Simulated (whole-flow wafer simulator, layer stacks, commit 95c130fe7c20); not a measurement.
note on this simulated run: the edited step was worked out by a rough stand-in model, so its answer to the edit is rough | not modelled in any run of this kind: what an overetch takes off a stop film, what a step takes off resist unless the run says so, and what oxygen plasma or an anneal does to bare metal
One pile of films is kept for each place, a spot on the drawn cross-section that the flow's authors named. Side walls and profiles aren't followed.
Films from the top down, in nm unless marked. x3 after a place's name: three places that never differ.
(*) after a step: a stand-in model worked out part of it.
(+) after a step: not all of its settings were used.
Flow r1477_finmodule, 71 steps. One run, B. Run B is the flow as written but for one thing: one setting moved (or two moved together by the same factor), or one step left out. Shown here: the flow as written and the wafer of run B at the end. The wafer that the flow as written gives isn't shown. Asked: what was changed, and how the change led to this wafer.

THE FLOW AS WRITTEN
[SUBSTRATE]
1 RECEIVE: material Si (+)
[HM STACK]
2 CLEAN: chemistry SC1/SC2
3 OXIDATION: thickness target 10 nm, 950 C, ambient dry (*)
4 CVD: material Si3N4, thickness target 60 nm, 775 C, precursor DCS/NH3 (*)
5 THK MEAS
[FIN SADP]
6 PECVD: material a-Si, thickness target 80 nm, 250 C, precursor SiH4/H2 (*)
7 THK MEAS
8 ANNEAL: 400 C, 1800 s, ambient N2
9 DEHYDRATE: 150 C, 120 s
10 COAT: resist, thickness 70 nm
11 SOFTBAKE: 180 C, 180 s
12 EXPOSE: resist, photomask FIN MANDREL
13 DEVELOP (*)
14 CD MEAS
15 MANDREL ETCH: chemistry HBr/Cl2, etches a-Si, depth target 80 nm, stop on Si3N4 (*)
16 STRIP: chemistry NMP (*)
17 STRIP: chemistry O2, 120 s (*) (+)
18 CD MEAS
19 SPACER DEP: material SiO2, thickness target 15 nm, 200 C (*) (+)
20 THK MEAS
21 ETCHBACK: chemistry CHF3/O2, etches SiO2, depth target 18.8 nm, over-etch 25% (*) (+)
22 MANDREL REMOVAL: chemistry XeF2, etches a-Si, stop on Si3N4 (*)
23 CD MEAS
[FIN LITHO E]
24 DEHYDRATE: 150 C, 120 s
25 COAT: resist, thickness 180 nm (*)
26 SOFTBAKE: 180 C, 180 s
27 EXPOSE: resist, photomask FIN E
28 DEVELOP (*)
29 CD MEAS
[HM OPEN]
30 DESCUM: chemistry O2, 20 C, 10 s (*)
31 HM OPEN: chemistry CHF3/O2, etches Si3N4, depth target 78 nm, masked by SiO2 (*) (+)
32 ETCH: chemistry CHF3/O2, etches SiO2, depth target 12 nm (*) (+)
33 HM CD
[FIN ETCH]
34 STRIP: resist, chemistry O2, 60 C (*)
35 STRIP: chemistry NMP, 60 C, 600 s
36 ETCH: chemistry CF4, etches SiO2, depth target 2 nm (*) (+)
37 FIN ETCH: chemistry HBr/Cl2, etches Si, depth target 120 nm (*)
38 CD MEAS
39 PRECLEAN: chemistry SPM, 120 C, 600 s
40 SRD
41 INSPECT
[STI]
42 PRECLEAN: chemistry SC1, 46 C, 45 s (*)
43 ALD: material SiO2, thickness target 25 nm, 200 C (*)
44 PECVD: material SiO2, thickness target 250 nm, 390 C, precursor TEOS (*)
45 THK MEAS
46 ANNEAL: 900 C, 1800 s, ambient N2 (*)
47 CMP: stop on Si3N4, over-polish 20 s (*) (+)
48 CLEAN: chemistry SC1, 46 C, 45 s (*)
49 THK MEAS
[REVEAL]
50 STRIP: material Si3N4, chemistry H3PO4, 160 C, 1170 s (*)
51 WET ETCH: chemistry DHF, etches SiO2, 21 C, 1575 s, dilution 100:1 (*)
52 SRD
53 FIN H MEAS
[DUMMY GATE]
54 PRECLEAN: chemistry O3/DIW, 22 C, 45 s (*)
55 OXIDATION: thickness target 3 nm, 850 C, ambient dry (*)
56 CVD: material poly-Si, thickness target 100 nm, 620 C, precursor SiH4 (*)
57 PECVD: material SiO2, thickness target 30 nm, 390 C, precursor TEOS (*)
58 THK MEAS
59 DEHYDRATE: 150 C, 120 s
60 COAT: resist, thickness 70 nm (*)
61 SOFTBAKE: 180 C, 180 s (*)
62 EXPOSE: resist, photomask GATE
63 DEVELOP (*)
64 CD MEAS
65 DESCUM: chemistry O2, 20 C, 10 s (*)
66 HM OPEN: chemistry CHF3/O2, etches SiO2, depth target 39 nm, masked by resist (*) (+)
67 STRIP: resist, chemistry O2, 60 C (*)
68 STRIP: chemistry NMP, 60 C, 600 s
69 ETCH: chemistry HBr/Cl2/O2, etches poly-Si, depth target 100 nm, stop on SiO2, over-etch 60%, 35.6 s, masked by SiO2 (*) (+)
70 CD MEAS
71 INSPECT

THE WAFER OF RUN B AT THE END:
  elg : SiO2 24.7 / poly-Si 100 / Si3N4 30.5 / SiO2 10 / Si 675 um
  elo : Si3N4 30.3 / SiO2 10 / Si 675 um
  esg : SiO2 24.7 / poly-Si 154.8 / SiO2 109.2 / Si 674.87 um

The cause: step 21, ETCHBACK: depth target 20.2 nm was run, where the flow has depth target 18.8 nm.

How the change led to this, step by step:
  21 ETCHBACK: chemistry CHF3/O2, etches SiO2, depth target 18.8 nm, over-etch 25% (*) (+)
      pad, padg, elg and 21 more: SiO2 -15 (all of it), Si3N4 -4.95 (as written it would be: SiO2 -15 (all of it), Si3N4 -3.62)
      s40sg_line, s45sg_line, s50sg_line, s40so_line, s45so_line, s50so_line: SiO2 +60 (as written it would be: SiO2 +61.4)
  31 HM OPEN: chemistry CHF3/O2, etches Si3N4, depth target 78 nm, masked by SiO2 (*) (+)
      pad, padg, esg and 13 more: Si3N4 -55 (all of it), SiO2 -10 (all of it) (as written it would be: Si3N4 -56.4 (all of it), SiO2 -10 (all of it))
  51 WET ETCH: chemistry DHF, etches SiO2, 21 C, 1575 s, dilution 100:1 (*)
      elg, e40lg, e100lg, e200lg, elo, e40lo, e100lo, e200lo: SiO2 -19.2 (all of it), Si3N4 -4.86 (as written it would be: SiO2 -17.8 (all of it), Si3N4 -4.97)
